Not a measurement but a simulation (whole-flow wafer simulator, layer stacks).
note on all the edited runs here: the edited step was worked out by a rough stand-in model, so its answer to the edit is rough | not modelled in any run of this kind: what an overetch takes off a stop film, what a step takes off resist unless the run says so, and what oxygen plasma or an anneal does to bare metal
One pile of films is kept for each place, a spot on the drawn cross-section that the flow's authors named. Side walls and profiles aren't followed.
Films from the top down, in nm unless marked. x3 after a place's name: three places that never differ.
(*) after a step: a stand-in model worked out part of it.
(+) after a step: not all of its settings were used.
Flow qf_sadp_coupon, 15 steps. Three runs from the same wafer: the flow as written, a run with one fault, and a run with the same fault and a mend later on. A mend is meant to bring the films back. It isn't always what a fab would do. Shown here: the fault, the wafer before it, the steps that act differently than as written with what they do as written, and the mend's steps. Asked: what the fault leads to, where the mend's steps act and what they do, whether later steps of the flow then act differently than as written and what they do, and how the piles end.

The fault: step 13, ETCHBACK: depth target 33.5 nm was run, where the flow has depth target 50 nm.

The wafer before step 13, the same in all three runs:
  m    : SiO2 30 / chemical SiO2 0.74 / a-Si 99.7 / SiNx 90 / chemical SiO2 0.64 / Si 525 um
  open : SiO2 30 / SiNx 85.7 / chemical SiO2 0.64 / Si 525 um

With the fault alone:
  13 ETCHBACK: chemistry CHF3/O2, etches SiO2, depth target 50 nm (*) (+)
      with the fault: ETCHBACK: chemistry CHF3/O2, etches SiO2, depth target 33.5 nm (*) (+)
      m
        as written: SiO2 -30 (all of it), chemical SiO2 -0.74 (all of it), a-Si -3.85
        with the fault: SiO2 -30 (all of it), chemical SiO2 -0.74 (all of it), a-Si -0.55
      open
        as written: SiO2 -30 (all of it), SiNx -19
        with the fault: SiO2 -30 (all of it), SiNx -3.33
  Later steps of the flow that act differently than as written:
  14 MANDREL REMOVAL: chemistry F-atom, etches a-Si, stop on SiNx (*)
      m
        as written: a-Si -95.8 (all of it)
        with the fault: a-Si -99.1 (all of it)
  At the end the piles differ from the flow's by more than 2% or 0.5 nm, whichever is larger, at open.
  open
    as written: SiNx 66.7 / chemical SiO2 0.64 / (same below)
    with the fault: SiNx 82.4 / chemical SiO2 0.64 / (same below)

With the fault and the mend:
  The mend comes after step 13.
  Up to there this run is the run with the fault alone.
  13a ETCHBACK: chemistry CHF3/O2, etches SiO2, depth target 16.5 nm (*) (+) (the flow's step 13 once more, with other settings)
      m
        a-Si -3.3
      open
        SiNx -15.7
  No later step of the flow acts differently than as written at any place that is followed.
  At the end the piles are the same as the flow's at every place that both follow.
